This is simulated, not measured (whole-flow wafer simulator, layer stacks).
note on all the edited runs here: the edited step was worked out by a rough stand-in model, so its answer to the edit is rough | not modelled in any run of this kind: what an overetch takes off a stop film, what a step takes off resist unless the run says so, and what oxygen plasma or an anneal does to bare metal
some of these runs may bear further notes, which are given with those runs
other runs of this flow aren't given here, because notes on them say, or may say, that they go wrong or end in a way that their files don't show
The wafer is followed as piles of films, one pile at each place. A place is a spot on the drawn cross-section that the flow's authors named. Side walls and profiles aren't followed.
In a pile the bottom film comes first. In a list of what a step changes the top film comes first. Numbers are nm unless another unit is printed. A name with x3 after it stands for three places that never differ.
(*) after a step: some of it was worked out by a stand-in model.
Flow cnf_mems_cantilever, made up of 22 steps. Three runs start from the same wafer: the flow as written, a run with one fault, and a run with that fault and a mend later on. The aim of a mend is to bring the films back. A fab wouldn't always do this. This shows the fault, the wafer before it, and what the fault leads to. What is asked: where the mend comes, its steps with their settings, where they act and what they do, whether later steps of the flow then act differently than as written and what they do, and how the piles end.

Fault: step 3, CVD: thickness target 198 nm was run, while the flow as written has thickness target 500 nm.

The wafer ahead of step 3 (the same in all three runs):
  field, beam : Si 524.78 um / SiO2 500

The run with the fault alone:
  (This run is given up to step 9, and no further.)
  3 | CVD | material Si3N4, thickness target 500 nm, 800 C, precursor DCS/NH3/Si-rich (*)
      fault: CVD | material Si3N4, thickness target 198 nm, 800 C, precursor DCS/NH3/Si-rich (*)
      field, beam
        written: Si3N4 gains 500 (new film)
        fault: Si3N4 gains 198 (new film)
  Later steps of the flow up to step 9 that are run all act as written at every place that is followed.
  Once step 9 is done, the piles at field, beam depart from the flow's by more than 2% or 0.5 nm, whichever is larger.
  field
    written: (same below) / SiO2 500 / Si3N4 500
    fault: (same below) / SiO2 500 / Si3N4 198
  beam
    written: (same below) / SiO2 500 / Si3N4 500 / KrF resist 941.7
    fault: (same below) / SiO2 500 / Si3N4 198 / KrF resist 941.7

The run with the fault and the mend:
  The mend follows step 3.
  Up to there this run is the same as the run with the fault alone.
  3a | ETCH | chemistry h3po4, depth target 227.7 nm
      field, beam
        Si3N4 loses 198 (all of it)
  3b | CLEAN | chemistry SC1/SC2 (the flow's step 1, run once more)
      leaves every film unchanged at each place that is followed
  3c | CVD | material Si3N4, thickness target 500 nm, 800 C, precursor DCS/NH3/Si-rich (*) (the flow's step 3, run once more)
      field, beam
        Si3N4 gains 500 (new film)
  Later steps of the flow that are run all act as written at every place that is followed.
  The piles end the same as the flow's at every place that both follow.
